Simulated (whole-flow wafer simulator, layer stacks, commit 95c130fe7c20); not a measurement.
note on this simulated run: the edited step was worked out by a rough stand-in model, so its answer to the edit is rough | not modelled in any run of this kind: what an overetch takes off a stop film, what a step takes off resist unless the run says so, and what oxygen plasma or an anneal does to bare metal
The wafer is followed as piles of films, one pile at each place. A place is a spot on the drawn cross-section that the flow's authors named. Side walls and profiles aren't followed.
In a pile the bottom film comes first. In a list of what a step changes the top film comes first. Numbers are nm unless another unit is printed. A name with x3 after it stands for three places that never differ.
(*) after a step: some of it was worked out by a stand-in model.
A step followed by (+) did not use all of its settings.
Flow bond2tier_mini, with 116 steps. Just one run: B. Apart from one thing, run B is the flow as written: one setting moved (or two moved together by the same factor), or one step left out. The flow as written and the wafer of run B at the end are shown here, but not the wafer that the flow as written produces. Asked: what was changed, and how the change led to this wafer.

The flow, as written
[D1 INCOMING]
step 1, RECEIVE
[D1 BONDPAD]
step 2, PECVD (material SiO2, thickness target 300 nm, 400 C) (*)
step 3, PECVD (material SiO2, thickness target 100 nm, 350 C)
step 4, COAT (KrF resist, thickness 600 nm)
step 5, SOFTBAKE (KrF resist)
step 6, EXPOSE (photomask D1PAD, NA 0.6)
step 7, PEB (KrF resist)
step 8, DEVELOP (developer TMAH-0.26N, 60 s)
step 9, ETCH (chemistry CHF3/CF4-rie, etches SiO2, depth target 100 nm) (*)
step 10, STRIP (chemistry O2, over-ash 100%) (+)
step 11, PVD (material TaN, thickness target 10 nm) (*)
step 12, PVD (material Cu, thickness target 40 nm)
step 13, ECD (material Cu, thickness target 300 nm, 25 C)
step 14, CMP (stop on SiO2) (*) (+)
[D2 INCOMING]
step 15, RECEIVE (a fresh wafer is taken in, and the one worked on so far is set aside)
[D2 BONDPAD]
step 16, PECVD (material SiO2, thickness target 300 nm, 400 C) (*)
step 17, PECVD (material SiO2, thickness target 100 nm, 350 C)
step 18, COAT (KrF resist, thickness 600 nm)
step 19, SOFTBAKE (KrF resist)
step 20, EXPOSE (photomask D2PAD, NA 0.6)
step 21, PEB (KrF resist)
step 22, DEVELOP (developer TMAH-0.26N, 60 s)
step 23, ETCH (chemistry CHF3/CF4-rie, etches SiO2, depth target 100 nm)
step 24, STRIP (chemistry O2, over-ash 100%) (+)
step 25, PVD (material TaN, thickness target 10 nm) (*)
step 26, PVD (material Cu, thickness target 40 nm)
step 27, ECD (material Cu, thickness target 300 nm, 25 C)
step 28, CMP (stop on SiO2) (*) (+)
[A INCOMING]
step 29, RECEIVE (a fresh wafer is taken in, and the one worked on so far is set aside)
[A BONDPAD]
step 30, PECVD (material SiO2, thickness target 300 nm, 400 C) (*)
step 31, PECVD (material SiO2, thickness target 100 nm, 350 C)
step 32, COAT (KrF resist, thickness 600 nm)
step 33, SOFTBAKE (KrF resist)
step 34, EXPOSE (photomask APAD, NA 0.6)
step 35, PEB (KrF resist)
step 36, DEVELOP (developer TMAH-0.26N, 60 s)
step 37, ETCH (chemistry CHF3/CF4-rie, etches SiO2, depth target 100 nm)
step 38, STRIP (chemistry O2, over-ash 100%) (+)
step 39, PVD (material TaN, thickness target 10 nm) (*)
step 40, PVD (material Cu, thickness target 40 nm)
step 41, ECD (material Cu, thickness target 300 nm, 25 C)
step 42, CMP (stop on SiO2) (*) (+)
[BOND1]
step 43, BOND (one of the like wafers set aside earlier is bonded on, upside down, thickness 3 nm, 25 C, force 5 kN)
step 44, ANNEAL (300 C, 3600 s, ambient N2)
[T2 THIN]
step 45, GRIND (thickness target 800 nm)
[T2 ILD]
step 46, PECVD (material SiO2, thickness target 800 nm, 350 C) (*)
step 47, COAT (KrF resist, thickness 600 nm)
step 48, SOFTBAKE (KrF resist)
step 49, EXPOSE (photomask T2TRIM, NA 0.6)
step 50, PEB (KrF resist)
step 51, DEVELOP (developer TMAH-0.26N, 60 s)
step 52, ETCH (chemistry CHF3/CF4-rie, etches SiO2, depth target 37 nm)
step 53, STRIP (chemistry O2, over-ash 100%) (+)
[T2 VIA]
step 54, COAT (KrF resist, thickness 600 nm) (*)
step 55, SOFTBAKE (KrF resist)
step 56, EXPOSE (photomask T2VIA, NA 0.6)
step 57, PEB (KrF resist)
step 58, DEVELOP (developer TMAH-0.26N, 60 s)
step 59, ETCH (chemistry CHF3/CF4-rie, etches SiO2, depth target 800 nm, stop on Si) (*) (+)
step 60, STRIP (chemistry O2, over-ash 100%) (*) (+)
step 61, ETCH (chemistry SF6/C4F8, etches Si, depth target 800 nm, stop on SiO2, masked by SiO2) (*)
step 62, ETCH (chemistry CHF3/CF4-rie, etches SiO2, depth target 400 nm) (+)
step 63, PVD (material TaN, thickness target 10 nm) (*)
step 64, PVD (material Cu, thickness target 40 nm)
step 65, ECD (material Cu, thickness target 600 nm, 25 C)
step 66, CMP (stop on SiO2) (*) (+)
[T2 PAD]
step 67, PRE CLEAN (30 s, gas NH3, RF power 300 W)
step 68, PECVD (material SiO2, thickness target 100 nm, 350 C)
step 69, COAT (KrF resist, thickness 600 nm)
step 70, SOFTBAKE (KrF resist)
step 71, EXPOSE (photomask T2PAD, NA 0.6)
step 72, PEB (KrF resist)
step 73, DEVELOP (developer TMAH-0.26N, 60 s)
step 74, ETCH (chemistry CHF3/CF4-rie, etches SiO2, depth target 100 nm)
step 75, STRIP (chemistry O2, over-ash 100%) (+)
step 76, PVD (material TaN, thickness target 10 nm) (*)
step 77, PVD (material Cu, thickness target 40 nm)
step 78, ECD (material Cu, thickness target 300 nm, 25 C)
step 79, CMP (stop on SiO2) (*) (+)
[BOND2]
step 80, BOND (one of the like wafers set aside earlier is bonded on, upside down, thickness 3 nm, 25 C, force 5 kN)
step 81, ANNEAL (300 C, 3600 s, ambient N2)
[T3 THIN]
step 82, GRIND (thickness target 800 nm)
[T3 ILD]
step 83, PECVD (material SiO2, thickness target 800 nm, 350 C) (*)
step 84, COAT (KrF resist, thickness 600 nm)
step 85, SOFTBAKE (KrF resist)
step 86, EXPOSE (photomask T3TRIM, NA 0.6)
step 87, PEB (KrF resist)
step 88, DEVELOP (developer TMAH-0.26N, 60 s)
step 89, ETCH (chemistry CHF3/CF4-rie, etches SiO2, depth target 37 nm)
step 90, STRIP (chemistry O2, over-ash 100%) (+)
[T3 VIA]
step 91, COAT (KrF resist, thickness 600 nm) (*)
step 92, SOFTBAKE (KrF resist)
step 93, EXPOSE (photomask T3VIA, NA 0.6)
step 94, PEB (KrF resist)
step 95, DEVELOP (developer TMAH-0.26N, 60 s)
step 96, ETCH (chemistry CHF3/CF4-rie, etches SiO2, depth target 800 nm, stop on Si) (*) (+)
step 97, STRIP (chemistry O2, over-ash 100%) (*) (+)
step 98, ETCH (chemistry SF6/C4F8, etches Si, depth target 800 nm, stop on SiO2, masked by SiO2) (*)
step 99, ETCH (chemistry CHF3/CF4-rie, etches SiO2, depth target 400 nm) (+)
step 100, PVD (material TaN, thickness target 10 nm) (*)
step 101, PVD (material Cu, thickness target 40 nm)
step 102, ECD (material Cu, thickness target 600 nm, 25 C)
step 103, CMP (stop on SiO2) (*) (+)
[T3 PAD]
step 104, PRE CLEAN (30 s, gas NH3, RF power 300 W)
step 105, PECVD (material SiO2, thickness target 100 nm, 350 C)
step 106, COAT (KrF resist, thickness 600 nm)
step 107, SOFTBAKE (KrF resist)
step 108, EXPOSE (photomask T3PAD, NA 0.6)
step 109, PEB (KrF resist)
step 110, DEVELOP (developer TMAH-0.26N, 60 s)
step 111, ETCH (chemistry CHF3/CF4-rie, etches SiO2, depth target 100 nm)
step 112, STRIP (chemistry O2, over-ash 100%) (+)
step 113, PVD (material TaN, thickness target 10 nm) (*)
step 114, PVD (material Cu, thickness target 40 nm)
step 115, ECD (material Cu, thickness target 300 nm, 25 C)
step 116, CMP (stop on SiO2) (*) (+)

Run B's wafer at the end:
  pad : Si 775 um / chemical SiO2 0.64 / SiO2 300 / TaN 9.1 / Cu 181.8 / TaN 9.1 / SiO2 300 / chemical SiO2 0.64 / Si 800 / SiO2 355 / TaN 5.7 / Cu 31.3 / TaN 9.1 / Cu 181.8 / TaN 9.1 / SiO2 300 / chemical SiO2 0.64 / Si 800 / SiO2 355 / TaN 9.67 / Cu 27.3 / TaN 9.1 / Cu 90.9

The reason: step 63, PVD: thickness target 5.9 nm was run, whereas the flow has thickness target 10 nm.

How this came from the change, step by step:
  step 63, PVD (material TaN, thickness target 10 nm) (*)
      field: TaN gains 5.9 (new film) (as written it would have been: TaN gains 10 (new film))
      pad: TaN gains 5.7 (new film) (as written it would have been: TaN gains 9.67 (new film))
  step 66, CMP (stop on SiO2) (*) (+)
      field: Cu loses 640 (all of it), TaN loses 5.9 (all of it) (as written it would have been: Cu loses 640 (all of it), TaN loses 10 (all of it))
